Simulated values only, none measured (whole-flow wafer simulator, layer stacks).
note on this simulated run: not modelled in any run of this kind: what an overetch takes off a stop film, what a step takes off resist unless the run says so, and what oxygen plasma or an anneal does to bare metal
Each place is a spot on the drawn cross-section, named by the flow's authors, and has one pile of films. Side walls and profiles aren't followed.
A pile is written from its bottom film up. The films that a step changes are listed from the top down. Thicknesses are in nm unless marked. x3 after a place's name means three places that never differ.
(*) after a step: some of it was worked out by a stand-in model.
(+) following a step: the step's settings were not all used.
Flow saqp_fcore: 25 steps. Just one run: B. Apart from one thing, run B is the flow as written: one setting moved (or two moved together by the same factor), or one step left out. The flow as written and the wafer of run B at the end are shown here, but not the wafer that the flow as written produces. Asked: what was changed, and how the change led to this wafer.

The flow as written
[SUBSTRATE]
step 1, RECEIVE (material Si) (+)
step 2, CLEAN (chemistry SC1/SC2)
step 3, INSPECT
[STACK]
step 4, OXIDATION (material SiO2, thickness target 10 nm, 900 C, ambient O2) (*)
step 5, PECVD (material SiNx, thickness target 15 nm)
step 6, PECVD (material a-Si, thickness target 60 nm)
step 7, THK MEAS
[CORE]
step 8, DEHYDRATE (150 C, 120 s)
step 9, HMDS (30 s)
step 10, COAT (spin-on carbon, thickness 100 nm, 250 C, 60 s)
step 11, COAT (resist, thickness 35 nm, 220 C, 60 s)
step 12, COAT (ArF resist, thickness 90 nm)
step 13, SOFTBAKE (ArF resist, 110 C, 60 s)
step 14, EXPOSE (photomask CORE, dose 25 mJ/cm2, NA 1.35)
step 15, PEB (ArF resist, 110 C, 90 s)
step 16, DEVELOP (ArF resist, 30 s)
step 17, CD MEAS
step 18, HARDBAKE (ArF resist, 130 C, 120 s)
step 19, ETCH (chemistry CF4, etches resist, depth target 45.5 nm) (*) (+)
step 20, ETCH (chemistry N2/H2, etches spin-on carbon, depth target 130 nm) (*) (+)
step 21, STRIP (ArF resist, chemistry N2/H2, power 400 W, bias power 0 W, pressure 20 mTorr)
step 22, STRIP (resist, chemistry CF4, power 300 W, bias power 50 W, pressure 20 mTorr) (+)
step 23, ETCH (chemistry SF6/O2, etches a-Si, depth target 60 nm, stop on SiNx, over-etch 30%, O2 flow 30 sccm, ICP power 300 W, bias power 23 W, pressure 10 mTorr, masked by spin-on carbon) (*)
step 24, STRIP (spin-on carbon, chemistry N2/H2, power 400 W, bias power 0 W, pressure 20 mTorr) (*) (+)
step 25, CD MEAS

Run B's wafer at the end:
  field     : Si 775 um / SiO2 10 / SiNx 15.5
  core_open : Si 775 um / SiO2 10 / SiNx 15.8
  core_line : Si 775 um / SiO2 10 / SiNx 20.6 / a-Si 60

The reason: step 5, PECVD: thickness target 20.6 nm was run, whereas the flow has thickness target 15 nm.
The wafer lets one read it off: core_line has SiNx 20.6, and step 5 as written asks for 15 nm.

Step by step, how the change led to this:
  step 5, PECVD (material SiNx, thickness target 15 nm)
      field, core_open, core_line: SiNx gains 20.6 (new film) (as written it would have been: SiNx gains 15 (new film))
